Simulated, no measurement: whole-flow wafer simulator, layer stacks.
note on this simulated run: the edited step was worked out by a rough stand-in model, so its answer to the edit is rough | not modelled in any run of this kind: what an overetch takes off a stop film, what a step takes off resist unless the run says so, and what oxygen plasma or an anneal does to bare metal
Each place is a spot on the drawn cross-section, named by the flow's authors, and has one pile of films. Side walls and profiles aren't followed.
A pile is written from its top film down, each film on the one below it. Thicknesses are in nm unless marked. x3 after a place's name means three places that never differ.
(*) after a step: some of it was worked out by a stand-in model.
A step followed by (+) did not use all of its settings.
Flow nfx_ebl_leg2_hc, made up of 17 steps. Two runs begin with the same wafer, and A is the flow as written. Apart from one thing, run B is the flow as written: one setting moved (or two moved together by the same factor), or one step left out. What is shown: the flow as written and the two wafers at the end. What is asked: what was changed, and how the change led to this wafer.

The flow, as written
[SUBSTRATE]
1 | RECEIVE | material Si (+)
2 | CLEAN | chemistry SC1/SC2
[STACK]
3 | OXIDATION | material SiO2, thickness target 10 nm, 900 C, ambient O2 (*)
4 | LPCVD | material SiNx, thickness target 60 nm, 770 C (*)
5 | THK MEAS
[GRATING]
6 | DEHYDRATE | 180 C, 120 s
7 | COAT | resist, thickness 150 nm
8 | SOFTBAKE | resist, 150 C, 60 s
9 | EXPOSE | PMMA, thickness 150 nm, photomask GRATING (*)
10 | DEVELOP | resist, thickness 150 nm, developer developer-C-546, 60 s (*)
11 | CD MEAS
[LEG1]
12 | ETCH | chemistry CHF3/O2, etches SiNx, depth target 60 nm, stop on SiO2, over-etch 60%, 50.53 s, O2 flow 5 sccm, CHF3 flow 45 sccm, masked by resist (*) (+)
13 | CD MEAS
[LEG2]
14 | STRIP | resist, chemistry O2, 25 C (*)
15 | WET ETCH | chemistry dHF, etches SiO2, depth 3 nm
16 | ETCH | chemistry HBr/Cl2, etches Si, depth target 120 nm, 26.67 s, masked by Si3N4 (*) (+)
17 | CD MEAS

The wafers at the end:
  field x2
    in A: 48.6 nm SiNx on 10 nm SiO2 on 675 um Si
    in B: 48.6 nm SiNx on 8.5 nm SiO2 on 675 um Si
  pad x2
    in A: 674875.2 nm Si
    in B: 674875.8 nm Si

The reason: step 3, OXIDATION: thickness target 8.5 nm was run, whereas the flow has thickness target 10 nm.
One can read it off the wafer: field x2 has SiO2 8.5, and step 3 as written asks for 10 nm.

The path from the change to this, step by step:
  3 | OXIDATION | material SiO2, thickness target 10 nm, 900 C, ambient O2 (*)
      field x2, pad x2: A +10 SiO2 (new film), -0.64 chemical SiO2 (all of it), -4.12 Si | B +8.5 SiO2 (new film), -0.64 chemical SiO2 (all of it), -3.46 Si
  12 | ETCH | chemistry CHF3/O2, etches SiNx, depth target 60 nm, stop on SiO2, over-etch 60%, 50.53 s, O2 flow 5 sccm, CHF3 flow 45 sccm, masked by resist (*) (+)
      pad x2: A -60 SiNx (all of it), -10 SiO2 (all of it) | B -60 SiNx (all of it), -8.5 SiO2 (all of it)
